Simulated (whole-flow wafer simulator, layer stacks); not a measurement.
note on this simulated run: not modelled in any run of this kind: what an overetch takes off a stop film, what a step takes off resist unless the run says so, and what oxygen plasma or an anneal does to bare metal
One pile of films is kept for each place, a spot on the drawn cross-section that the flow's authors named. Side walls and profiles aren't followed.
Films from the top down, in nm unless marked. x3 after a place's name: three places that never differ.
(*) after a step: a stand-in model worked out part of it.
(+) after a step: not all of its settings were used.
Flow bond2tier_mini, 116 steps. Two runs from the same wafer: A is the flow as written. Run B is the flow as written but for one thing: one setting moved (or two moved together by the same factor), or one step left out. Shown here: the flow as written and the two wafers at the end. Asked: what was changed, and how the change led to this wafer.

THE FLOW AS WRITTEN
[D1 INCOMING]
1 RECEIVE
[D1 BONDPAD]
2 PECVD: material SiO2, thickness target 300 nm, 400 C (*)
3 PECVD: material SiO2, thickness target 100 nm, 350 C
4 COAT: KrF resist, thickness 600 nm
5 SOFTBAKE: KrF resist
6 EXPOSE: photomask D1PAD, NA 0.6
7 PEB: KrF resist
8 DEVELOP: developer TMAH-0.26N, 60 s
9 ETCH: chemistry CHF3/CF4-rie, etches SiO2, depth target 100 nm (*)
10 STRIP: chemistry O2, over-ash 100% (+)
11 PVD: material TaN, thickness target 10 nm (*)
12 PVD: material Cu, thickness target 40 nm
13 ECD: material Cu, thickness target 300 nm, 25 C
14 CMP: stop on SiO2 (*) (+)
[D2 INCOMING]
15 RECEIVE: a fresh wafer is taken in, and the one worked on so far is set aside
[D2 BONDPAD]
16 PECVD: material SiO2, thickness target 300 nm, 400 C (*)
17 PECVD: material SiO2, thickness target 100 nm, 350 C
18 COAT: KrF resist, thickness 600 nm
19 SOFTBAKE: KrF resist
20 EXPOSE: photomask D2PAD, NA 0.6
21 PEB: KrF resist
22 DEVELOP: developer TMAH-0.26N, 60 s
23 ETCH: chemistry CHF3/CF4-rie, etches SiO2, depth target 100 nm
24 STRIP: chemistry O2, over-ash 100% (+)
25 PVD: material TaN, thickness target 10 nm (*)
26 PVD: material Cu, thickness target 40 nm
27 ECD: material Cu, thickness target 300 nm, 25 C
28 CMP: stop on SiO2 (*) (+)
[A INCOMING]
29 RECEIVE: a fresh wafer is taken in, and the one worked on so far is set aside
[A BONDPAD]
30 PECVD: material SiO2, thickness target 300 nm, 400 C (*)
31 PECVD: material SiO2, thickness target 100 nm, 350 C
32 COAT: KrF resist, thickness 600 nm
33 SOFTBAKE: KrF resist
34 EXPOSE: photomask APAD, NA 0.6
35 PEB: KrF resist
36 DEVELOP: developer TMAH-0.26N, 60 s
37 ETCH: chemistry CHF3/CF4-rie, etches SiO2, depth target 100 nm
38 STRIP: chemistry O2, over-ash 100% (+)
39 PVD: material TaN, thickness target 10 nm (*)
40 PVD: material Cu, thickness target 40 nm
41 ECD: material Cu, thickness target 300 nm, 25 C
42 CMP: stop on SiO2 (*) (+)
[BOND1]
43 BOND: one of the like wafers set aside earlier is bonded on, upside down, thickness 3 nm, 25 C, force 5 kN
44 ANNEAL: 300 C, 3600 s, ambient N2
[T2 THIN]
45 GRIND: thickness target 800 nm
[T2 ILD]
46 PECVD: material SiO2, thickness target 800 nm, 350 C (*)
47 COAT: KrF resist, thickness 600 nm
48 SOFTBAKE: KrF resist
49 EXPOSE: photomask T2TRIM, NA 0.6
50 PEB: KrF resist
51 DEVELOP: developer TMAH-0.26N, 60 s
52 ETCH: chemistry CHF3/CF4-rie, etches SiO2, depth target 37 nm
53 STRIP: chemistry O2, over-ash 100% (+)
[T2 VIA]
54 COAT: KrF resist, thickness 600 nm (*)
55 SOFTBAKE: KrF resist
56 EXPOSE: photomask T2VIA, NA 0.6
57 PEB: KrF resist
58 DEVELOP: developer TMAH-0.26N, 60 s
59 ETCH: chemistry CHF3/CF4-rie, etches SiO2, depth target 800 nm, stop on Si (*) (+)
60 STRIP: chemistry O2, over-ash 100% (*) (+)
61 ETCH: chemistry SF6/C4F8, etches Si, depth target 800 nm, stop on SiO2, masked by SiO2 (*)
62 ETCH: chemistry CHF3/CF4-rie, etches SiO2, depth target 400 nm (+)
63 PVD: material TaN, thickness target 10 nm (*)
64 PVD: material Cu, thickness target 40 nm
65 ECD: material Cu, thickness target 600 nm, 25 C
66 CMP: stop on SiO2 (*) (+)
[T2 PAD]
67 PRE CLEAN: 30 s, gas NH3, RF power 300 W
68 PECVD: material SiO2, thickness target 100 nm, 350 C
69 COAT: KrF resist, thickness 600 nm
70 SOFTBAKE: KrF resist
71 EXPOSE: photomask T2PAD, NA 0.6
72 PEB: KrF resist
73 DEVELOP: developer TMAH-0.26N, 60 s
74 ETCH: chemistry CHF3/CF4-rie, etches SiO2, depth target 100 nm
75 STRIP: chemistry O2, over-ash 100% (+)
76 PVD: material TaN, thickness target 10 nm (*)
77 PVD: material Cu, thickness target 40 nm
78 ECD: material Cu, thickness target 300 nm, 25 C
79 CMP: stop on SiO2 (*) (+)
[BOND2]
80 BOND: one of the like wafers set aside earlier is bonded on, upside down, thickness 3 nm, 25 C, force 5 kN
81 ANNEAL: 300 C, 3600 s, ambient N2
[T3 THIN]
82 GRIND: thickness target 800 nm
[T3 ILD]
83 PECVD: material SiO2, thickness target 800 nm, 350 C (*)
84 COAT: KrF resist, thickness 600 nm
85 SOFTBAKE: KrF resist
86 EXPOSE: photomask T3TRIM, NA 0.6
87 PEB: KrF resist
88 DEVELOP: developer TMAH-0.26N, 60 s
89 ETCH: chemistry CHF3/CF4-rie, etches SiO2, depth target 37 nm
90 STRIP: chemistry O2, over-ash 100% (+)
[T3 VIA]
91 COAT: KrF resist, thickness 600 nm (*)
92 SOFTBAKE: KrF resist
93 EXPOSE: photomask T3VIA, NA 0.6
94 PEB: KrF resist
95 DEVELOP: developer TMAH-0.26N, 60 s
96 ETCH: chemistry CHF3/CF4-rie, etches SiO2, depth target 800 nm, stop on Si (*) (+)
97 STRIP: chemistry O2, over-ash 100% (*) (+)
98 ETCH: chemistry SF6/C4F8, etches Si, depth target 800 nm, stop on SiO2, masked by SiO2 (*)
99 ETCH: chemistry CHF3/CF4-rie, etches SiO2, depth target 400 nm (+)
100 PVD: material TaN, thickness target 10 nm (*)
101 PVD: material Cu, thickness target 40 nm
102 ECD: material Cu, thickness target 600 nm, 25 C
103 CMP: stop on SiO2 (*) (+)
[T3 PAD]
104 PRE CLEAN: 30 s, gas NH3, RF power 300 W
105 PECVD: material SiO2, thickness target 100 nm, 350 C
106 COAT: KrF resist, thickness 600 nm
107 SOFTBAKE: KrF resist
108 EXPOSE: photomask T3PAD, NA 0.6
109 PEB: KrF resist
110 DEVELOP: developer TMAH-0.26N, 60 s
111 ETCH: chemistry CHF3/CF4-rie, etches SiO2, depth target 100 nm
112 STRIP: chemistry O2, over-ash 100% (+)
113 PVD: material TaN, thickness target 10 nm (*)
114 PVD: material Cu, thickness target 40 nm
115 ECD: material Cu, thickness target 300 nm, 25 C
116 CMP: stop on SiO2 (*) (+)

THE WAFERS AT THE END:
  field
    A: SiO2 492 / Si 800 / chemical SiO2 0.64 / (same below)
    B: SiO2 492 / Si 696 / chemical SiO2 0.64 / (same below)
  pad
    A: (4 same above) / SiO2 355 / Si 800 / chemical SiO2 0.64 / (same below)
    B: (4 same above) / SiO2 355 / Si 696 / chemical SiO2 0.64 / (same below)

The cause: step 82, GRIND: thickness target 696 nm was run, where the flow has thickness target 800 nm.
It can be read off the wafer: field has Si 696, and step 82 as written asks for 800 nm.

How the change led to this, step by step:
  82 GRIND: thickness target 800 nm
      field, pad: A Si -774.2 um | B Si -774.3 um
